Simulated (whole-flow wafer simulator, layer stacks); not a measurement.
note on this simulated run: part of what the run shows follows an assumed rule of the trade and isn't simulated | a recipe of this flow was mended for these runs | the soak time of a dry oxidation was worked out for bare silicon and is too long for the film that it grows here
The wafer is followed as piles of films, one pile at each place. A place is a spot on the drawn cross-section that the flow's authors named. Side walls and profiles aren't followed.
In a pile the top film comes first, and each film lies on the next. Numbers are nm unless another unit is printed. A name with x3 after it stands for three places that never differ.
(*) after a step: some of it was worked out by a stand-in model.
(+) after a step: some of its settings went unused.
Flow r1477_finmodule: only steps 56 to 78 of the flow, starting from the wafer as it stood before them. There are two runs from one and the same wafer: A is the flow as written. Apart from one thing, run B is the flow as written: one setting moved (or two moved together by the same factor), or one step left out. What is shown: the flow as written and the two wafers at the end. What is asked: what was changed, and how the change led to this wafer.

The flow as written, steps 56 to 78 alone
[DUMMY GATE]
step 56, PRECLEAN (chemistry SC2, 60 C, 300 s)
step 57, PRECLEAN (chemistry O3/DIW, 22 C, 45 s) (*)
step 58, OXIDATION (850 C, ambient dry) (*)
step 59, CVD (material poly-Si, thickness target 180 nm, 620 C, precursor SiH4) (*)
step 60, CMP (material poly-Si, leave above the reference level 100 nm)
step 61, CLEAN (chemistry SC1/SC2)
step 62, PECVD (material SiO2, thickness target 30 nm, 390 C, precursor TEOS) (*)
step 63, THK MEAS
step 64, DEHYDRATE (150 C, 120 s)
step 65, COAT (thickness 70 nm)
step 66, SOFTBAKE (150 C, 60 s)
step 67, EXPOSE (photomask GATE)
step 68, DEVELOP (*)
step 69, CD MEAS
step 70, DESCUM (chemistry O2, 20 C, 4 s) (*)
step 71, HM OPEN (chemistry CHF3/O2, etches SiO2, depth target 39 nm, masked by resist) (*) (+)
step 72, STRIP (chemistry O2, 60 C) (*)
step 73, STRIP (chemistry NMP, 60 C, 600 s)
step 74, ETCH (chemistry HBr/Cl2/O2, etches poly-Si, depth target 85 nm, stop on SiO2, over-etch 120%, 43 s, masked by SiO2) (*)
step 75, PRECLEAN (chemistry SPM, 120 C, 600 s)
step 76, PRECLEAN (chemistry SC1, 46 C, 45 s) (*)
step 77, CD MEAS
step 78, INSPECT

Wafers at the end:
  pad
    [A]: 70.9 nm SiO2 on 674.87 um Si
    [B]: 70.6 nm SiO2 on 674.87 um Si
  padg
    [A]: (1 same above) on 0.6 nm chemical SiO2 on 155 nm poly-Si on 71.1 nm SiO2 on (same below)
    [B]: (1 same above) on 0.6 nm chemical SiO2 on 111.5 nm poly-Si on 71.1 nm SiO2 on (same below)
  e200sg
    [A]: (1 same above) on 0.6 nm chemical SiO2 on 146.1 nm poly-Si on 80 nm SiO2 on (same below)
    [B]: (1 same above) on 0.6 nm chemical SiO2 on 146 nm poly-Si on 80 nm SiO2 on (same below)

The reason: step 59, CVD: 597 C was run, whereas the flow has 620 C.

How this came from the change, step by step:
  step 59, CVD (material poly-Si, thickness target 180 nm, 620 C, precursor SiH4) (*)
      esg x6, s40cg x3, eso x6, s40co x3: A poly-Si gains 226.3 (new film) | B poly-Si gains 158.1 (new film)
      pad, padg, elg x6, e200lg, elo x6, e200lo: A poly-Si gains 180 (new film) | B poly-Si gains 111.8 (new film)
      (also at 2 further places)
  step 60, CMP (material poly-Si, leave above the reference level 100 nm)
      pad, padg: A poly-Si loses 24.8 | B nothing
      e200sg, e200so: A poly-Si loses 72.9 | B nothing
      (also at 32 further places)
  step 74, ETCH (chemistry HBr/Cl2/O2, etches poly-Si, depth target 85 nm, stop on SiO2, over-etch 120%, 43 s, masked by SiO2) (*)
      pad: A chemical SiO2 loses 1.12 (all of it), poly-Si loses 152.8 (all of it), SiO2 loses 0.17 | B chemical SiO2 loses 1.12 (all of it), poly-Si loses 109.3 (all of it), SiO2 loses 0.39
